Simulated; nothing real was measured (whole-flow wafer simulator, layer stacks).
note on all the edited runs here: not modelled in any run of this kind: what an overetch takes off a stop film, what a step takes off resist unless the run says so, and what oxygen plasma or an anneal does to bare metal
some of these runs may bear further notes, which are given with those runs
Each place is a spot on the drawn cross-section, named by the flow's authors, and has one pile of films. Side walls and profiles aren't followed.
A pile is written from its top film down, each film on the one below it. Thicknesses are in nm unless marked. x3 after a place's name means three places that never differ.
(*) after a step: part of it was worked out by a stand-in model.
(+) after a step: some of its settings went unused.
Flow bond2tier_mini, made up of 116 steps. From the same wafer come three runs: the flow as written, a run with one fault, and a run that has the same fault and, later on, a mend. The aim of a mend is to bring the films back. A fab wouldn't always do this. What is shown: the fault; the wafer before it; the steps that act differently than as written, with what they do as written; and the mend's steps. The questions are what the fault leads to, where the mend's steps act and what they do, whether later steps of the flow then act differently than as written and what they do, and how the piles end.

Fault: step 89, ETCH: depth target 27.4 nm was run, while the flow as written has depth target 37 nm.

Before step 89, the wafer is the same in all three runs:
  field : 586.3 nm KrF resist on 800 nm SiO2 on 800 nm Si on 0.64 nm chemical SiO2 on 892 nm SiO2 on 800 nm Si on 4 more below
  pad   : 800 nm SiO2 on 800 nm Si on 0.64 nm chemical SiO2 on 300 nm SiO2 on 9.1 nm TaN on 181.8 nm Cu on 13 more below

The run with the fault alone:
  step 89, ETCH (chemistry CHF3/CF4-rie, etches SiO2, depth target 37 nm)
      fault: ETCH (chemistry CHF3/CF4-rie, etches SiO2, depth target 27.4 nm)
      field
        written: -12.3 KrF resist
        fault: -9.13 KrF resist
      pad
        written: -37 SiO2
        fault: -27.4 SiO2
  Later steps of the flow that are run all act as written at every place that is followed, up to a difference of at most 2% or 0.5 nm, whichever is larger.
  At pad, the piles at the end differ from the flow's by more than 2% or 0.5 nm, whichever is larger.
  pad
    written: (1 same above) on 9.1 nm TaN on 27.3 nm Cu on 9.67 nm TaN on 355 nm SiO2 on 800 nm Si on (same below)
    fault: (1 same above) on 9.1 nm TaN on 17.6 nm Cu on 9.76 nm TaN on 364.6 nm SiO2 on 800 nm Si on (same below)

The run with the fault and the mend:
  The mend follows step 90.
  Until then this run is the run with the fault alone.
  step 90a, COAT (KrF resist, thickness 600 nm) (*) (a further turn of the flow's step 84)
      field
        +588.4 KrF resist (new film)
      pad
        +612.1 KrF resist (new film)
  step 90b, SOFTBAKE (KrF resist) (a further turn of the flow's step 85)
      leaves every film unchanged at each place that is followed
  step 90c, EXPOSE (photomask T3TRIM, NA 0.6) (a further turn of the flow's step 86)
      leaves every film unchanged at each place that is followed
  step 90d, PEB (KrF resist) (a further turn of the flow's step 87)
      leaves every film unchanged at each place that is followed
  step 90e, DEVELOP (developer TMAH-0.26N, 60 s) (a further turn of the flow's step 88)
      field
        -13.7 KrF resist
      pad
        -612.1 KrF resist (all of it)
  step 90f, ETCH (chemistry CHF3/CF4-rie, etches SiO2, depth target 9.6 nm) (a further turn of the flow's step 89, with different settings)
      field
        -3.2 KrF resist
      pad
        -9.6 SiO2
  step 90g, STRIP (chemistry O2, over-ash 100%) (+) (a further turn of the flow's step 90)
      field
        -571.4 KrF resist (all of it)
  Later steps of the flow that are run all act as written at every place that is followed.
  By the end, the piles equal the flow's at every place that both follow.
